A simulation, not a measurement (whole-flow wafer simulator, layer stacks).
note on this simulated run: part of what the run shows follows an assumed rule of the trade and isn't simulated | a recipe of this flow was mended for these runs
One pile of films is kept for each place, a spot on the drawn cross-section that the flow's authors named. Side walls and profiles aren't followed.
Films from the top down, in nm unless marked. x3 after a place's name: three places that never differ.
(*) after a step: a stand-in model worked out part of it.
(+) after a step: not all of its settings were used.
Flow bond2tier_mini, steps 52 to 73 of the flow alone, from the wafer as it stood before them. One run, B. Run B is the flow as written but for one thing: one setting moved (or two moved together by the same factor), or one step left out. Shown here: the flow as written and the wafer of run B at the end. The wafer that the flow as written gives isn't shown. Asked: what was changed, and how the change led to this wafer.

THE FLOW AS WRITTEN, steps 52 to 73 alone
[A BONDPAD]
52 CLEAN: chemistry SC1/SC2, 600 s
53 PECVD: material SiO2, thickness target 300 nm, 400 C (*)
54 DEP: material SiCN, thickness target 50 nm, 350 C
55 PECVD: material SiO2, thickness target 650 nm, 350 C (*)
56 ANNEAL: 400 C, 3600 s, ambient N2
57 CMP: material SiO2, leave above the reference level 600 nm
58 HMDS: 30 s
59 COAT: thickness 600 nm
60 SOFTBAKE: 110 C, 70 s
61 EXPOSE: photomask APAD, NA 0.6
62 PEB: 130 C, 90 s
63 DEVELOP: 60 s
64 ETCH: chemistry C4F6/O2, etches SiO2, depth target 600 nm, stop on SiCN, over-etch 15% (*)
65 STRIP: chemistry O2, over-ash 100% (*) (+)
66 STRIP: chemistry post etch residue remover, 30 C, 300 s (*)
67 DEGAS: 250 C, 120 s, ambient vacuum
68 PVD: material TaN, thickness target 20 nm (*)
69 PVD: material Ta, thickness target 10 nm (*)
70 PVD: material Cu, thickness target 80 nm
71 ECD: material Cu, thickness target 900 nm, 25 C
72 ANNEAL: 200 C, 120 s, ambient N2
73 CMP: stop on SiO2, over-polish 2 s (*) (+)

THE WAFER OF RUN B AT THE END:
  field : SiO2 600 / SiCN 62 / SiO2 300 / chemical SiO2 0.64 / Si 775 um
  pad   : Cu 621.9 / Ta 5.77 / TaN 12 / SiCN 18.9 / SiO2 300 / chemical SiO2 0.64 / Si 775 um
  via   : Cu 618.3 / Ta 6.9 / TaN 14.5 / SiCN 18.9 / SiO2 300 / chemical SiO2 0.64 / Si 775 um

The cause: step 54, DEP: thickness target 62 nm was run, where the flow has thickness target 50 nm; step 64, ETCH: depth target 744 nm was run, where the flow has depth target 600 nm.
It can be read off the wafer: field has SiCN 62, and step 54 as written asks for 50 nm.

How the change led to this, step by step:
  54 DEP: material SiCN, thickness target 50 nm, 350 C
      field, pad, via: SiCN +62 (new film) (as written it would be: SiCN +50 (new film))
  64 ETCH: chemistry C4F6/O2, etches SiO2, depth target 600 nm, stop on SiCN, over-etch 15% (*)
      pad, via: SiO2 -600 (all of it), SiCN -43.1 (as written it would be: SiO2 -600 (all of it), SiCN -15.2)
      field: thick-KrF-resist -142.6 (as written it would be: thick-KrF-resist -115)
  65 STRIP: chemistry O2, over-ash 100% (*) (+)
      field: thick-KrF-resist -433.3 (all of it) (as written it would be: thick-KrF-resist -460.9 (all of it))
  70 PVD: material Cu, thickness target 80 nm
      via: Cu +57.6 (new film) (as written it would be: Cu +59 (new film))
